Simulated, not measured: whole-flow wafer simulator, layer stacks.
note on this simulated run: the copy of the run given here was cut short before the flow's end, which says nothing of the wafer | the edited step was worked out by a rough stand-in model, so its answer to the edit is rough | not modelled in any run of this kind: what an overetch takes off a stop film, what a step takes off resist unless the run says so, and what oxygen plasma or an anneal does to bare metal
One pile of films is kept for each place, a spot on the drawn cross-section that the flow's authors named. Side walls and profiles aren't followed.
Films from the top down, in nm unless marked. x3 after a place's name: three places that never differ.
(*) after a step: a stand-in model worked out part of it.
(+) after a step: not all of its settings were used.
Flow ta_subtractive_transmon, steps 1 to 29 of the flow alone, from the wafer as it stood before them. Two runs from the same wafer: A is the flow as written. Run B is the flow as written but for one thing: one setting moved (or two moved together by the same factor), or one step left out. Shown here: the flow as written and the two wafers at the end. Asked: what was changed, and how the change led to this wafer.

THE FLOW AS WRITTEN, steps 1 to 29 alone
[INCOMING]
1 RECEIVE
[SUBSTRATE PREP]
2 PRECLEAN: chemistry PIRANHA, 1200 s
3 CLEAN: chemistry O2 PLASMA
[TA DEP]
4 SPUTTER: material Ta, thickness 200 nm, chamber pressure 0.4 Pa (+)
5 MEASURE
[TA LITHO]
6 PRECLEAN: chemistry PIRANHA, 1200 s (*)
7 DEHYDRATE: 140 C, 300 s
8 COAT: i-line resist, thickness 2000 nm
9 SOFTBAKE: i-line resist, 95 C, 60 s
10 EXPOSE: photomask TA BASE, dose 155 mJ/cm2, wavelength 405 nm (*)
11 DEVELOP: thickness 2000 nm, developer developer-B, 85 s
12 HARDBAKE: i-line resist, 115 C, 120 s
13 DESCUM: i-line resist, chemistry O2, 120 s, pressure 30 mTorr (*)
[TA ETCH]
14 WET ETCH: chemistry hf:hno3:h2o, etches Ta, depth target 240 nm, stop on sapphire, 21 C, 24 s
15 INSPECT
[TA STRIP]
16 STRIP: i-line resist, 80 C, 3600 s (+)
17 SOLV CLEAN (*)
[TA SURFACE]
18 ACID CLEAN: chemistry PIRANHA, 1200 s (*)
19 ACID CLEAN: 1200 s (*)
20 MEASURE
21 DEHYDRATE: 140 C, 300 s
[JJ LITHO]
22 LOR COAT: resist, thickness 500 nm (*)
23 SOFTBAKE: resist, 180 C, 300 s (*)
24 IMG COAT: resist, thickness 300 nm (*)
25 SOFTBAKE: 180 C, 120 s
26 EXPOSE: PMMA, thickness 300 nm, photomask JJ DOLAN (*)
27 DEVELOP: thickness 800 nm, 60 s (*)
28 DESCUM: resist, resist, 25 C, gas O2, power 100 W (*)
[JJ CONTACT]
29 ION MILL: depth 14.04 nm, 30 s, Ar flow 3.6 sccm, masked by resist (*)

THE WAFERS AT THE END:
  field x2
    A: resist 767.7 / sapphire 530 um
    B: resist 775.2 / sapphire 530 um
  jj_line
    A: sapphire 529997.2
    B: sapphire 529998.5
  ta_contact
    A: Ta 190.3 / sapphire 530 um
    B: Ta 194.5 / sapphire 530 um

The cause: step 29, ION MILL: 16.5 s was run, where the flow has 30 s.

How the change led to this, step by step:
  29 ION MILL: depth 14.04 nm, 30 s, Ar flow 3.6 sccm, masked by resist (*)
      field x2, ta_pad: A resist -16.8 | B resist -9.23
      jj_line, lead: A sapphire -2.8 | B sapphire -1.54
      (and at 1 more place)
